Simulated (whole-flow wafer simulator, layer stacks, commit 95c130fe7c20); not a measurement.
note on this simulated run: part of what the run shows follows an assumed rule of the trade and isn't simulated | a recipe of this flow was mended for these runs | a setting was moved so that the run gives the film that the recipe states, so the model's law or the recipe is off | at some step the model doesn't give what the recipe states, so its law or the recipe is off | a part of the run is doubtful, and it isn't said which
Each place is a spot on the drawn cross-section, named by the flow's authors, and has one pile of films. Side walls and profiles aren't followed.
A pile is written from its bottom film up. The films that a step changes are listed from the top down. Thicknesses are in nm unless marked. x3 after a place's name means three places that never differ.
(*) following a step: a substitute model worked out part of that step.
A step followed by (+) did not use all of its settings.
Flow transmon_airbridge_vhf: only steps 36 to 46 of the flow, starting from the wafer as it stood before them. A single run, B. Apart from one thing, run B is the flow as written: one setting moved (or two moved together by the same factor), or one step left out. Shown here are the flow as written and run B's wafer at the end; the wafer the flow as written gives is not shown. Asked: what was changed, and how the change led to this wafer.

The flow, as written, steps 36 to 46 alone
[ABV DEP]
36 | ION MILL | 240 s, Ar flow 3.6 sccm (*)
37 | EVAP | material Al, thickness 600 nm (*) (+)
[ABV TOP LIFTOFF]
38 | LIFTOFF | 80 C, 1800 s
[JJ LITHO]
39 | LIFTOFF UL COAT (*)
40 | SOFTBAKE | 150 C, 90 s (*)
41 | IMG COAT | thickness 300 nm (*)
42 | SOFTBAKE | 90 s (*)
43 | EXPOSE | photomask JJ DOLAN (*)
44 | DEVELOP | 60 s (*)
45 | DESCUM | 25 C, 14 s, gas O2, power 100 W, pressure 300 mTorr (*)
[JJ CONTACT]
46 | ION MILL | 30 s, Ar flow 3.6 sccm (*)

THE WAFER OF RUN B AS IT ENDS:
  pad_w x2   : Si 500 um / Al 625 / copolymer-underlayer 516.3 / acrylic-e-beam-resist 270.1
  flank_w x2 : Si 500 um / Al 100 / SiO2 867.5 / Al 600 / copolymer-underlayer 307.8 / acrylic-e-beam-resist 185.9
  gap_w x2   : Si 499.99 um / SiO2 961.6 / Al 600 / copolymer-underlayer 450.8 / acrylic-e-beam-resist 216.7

Cause: step 36, ION MILL: 384 s was run, while the flow as written has 240 s.

How this came from the change, step by step:
  36 | ION MILL | 240 s, Ar flow 3.6 sccm (*)
      field x3, jj_line, ground_far, trace_open_s x2, margin_s, margin_n: i-line-resist loses 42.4 (in the flow as written it would be: i-line-resist loses 26.5)
      flank_w x2, gap_w x2, cpw_trace, bridge_strip: SiO2 loses 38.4 (in the flow as written it would be: SiO2 loses 24)
      (and at 2 other places as well)
  38 | LIFTOFF | 80 C, 1800 s
      field x3, jj_line, trace_open_s x2: Al loses 600 (all of it), i-line-resist loses 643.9 (all of it), lift-off-underlayer loses 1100 (all of it), acrylic-e-beam-resist loses 240 (all of it) (in the flow as written it would be: Al loses 600 (all of it), i-line-resist loses 659.8 (all of it), lift-off-underlayer loses 1100 (all of it), acrylic-e-beam-resist loses 240 (all of it))
      margin_s, margin_n: Al loses 600 (all of it), i-line-resist loses 362.4 (all of it), lift-off-underlayer loses 823.4 (all of it), acrylic-e-beam-resist loses 168.6 (all of it) (in the flow as written it would be: Al loses 600 (all of it), i-line-resist loses 378.2 (all of it), lift-off-underlayer loses 823.4 (all of it), acrylic-e-beam-resist loses 168.6 (all of it))
      (and at 1 other place as well)
